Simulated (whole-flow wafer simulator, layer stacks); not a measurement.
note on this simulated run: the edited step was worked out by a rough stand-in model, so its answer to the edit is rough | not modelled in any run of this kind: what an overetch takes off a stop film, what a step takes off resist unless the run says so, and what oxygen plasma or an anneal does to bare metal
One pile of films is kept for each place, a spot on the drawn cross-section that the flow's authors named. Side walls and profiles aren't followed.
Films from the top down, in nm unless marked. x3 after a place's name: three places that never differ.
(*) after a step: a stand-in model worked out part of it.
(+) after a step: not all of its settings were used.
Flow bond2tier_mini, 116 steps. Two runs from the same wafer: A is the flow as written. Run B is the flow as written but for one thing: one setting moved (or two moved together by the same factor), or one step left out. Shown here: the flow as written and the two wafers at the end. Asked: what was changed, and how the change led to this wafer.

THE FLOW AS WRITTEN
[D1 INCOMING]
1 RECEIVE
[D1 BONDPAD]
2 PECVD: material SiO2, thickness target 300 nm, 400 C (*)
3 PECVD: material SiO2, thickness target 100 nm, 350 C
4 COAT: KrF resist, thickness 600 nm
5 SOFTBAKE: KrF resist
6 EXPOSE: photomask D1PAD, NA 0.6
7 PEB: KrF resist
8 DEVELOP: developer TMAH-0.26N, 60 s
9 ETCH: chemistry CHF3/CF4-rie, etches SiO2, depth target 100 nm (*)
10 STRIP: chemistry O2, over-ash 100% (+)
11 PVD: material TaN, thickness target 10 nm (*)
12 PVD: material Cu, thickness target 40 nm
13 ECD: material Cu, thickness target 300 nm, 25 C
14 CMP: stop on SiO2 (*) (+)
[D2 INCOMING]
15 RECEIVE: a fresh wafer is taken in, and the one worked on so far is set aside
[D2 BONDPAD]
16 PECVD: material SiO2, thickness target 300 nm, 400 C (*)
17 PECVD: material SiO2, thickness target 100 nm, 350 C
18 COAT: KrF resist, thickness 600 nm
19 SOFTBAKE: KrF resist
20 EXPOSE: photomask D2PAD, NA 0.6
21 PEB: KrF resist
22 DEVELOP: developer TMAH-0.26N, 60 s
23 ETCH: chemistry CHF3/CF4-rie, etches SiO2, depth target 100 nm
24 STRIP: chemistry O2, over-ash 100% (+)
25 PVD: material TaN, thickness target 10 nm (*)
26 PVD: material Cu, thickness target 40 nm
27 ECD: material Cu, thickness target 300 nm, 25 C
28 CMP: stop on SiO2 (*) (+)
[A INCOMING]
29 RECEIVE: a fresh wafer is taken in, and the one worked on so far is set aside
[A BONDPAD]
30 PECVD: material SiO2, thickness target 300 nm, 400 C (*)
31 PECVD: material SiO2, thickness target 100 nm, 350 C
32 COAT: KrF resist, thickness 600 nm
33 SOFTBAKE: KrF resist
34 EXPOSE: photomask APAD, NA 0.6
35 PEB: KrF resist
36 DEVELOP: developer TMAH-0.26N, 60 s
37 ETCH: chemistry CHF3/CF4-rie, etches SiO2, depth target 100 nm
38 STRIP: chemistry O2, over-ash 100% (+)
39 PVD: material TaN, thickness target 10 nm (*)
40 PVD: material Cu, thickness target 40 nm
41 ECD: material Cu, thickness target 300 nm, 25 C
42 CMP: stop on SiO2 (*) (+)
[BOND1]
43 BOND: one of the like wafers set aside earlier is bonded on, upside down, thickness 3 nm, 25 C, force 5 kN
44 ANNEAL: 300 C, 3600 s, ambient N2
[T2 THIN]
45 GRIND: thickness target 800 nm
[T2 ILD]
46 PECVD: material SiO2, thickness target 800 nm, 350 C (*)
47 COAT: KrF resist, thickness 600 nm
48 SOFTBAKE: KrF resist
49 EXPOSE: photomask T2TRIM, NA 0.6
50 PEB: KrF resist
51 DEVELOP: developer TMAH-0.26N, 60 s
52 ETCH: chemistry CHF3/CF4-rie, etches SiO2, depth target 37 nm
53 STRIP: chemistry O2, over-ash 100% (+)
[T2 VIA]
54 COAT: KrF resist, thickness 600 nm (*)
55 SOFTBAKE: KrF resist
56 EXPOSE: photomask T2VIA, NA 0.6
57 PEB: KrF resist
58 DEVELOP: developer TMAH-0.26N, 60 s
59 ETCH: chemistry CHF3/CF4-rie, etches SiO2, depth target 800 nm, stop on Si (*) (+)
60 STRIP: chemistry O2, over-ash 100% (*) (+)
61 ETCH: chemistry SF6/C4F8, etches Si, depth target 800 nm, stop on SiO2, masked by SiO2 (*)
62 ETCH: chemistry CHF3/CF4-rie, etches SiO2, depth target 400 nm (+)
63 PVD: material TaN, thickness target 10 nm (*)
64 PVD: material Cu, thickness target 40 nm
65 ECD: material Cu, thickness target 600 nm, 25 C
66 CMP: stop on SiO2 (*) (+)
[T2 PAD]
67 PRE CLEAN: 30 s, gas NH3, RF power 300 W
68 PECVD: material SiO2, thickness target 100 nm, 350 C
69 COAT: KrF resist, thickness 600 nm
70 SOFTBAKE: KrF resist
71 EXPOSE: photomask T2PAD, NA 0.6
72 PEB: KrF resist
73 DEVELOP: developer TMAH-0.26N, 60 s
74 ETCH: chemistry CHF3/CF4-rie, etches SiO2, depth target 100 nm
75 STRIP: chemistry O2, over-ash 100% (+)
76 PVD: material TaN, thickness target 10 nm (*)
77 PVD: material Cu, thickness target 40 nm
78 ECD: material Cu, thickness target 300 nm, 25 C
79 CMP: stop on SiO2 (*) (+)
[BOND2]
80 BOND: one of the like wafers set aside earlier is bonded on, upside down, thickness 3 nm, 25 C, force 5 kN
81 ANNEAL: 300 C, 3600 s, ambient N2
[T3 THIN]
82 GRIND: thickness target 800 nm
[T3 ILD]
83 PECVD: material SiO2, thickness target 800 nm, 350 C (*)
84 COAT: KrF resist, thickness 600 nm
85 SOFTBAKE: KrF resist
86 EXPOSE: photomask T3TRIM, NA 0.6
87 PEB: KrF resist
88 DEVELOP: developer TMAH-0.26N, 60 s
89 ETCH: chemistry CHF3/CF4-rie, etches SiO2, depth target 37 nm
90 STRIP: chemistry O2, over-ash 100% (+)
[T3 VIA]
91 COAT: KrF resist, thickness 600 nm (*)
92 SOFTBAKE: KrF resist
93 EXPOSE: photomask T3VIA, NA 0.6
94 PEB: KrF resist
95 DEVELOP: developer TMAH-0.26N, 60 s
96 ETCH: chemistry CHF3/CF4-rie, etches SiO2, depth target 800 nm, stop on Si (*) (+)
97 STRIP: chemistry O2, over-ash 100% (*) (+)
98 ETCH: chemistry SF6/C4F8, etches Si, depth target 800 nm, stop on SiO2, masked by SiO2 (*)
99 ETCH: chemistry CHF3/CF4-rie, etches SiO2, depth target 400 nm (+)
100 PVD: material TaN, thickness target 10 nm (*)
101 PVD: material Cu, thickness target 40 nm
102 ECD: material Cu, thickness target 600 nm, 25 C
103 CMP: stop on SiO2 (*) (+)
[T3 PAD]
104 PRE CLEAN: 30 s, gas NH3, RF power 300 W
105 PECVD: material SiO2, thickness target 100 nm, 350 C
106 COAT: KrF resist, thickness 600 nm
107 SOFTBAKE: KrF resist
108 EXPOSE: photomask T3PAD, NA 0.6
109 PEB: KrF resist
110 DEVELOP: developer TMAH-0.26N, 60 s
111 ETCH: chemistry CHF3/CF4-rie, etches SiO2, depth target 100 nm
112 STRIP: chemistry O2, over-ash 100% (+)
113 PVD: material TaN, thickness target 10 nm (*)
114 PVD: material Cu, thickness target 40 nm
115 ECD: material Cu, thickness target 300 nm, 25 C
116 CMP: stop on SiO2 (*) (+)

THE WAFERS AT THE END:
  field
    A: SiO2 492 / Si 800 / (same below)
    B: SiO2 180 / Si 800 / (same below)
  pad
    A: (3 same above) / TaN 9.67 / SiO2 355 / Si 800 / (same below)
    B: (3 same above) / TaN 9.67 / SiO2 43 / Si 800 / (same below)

The cause: step 83, PECVD: thickness target 488 nm was run, where the flow has thickness target 800 nm.

How the change led to this, step by step:
  83 PECVD: material SiO2, thickness target 800 nm, 350 C (*)
      field, pad: A SiO2 +800 (new film) | B SiO2 +488 (new film)
  96 ETCH: chemistry CHF3/CF4-rie, etches SiO2, depth target 800 nm, stop on Si (*) (+)
      field, pad: A KrF resist -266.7 | B KrF resist -225.5
  97 STRIP: chemistry O2, over-ash 100% (*) (+)
      field: A KrF resist -303.9 (all of it) | B KrF resist -345.1 (all of it)
      pad: A KrF resist -336 (all of it) | B KrF resist -377.1 (all of it)
